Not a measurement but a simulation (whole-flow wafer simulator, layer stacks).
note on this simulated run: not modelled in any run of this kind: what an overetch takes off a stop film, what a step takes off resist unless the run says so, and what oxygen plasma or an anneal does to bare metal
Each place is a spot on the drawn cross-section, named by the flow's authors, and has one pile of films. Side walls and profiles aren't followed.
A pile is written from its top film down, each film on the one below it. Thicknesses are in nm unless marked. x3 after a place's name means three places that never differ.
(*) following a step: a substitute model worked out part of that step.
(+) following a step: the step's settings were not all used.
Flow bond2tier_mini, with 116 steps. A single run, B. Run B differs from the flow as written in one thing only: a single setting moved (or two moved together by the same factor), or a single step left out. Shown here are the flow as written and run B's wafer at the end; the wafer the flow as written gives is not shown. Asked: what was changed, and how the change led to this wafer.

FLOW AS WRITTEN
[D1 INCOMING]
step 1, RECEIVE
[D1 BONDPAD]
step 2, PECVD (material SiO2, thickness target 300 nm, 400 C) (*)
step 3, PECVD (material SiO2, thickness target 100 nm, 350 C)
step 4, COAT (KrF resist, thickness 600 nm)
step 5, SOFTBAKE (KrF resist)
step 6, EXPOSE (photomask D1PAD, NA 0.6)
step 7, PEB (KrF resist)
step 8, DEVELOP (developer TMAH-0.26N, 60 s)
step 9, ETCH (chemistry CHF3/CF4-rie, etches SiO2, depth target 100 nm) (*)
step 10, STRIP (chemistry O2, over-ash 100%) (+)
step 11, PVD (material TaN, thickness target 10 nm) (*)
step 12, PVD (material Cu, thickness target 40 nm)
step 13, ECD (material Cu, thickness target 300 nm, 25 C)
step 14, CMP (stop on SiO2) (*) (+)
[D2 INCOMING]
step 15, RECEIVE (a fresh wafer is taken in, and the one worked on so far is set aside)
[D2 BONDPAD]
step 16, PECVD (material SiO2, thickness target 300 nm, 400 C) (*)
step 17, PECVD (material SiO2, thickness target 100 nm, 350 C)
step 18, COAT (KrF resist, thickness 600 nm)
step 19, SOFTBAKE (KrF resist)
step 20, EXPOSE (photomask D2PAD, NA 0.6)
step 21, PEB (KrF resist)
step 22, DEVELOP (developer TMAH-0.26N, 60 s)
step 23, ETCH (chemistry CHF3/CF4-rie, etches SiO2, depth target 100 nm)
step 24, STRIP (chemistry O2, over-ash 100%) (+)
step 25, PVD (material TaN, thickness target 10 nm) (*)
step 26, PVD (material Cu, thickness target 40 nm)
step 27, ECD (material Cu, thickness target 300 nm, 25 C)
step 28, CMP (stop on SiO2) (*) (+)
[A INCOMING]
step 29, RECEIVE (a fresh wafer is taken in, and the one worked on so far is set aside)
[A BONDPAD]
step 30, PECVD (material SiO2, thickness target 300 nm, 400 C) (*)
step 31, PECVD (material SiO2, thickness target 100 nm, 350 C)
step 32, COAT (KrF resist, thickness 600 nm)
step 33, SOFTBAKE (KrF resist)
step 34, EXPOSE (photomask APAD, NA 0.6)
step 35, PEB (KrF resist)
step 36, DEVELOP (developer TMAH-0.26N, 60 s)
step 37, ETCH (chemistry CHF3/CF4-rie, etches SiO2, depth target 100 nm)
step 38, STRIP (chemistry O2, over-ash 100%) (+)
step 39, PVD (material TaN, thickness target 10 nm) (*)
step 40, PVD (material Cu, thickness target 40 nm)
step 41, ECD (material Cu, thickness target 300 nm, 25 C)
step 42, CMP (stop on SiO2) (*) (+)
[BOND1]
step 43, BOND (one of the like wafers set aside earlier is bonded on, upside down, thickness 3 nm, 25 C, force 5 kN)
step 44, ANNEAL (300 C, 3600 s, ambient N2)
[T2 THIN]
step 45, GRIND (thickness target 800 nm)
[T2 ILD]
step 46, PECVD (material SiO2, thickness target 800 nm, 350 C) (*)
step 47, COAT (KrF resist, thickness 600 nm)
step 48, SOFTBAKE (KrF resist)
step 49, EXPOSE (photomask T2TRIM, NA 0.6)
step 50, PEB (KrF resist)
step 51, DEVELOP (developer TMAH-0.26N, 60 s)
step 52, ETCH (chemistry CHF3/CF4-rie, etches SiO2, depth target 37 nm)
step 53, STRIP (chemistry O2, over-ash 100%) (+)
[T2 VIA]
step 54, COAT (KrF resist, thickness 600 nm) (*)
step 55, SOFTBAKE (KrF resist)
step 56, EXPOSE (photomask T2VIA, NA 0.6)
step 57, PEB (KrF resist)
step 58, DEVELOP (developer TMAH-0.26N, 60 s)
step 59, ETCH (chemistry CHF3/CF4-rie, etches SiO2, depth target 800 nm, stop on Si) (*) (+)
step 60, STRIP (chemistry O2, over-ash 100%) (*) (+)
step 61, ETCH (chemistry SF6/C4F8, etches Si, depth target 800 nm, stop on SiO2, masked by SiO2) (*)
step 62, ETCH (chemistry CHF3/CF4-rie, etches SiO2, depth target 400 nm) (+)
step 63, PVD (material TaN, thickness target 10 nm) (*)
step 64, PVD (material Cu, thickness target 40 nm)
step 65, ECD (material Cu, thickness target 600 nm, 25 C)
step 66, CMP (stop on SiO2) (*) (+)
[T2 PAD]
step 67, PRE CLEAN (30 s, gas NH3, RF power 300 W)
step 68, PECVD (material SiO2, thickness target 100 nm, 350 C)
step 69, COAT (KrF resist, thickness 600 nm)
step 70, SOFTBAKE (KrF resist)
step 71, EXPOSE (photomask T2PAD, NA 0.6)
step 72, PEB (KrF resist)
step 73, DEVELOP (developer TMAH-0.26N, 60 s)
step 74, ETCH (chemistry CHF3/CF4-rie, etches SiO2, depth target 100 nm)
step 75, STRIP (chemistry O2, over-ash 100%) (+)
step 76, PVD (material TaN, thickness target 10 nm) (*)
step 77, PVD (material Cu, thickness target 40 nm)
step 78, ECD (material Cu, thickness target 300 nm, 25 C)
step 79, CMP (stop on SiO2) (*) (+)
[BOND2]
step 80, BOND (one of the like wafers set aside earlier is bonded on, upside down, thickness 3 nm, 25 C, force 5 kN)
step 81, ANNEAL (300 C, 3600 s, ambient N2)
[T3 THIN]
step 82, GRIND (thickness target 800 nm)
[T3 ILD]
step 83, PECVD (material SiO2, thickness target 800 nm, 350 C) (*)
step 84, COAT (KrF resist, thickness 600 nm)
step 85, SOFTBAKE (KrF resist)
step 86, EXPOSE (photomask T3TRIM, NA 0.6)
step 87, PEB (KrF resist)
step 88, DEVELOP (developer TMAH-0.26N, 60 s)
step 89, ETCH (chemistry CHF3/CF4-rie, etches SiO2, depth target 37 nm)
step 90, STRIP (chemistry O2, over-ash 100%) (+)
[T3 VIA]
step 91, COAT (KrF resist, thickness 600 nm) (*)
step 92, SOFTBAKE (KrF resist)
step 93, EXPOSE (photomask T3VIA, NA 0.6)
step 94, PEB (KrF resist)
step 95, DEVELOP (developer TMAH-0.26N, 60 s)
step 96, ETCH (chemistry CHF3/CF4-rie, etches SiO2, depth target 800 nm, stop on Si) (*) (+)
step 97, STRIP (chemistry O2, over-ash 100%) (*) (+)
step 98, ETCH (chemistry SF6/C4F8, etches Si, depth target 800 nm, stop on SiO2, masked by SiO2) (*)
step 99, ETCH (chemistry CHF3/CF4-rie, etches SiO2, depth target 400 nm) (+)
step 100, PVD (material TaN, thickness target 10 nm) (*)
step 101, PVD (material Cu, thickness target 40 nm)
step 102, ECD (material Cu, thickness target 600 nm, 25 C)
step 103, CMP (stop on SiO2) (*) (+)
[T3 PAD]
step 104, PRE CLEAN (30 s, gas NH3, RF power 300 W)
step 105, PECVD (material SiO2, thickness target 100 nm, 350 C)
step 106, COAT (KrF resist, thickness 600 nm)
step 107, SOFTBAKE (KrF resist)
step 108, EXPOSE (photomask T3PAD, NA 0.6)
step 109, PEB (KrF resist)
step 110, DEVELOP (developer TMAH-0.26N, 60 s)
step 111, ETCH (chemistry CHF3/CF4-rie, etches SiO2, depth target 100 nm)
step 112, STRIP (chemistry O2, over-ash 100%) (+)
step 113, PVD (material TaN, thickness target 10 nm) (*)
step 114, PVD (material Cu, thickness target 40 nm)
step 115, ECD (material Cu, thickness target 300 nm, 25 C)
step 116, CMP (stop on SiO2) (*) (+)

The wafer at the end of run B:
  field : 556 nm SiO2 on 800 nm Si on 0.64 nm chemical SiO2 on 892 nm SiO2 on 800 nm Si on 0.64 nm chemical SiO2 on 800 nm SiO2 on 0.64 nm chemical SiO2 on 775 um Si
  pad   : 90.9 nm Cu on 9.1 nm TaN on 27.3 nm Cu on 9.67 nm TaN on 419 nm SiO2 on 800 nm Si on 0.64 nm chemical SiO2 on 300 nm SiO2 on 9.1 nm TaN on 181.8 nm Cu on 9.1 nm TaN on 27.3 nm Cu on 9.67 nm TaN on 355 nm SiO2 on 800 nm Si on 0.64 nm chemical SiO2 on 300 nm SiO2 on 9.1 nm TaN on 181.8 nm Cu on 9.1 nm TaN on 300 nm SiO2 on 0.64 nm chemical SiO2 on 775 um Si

Cause: step 99, ETCH: depth target 336 nm was run, while the flow as written has depth target 400 nm.

Step by step, how the change led to this:
  step 99, ETCH (chemistry CHF3/CF4-rie, etches SiO2, depth target 400 nm) (+)
      field, pad: SiO2 loses 336 (in the flow as written it would be: SiO2 loses 400)
